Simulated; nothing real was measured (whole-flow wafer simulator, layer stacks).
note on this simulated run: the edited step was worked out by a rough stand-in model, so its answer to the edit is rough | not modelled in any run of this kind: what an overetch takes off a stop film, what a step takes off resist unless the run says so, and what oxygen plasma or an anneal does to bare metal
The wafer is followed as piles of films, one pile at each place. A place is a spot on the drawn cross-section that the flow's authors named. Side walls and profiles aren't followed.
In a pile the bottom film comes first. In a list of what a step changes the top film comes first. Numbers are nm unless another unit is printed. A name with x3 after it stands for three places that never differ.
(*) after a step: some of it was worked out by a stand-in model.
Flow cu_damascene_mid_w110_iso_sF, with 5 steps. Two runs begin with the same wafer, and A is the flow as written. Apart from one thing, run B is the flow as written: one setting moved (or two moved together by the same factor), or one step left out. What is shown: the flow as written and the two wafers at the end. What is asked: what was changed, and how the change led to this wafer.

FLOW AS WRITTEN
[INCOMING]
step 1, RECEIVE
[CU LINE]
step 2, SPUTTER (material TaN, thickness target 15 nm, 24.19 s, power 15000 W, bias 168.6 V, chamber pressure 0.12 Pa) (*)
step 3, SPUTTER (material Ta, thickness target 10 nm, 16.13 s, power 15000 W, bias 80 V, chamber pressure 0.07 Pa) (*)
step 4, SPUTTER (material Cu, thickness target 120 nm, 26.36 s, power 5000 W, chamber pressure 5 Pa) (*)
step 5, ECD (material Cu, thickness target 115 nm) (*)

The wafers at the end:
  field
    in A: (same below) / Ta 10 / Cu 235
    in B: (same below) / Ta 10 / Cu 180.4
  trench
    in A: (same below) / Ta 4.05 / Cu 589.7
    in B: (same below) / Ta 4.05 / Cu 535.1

What caused this: step 5, ECD: thickness target 60.4 nm was run, whereas the flow has thickness target 115 nm.

How this came from the change, step by step:
  step 5, ECD (material Cu, thickness target 115 nm) (*)
      field: A Cu gains 115 | B Cu gains 60.4
      trench: A Cu gains 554 | B Cu gains 499.4
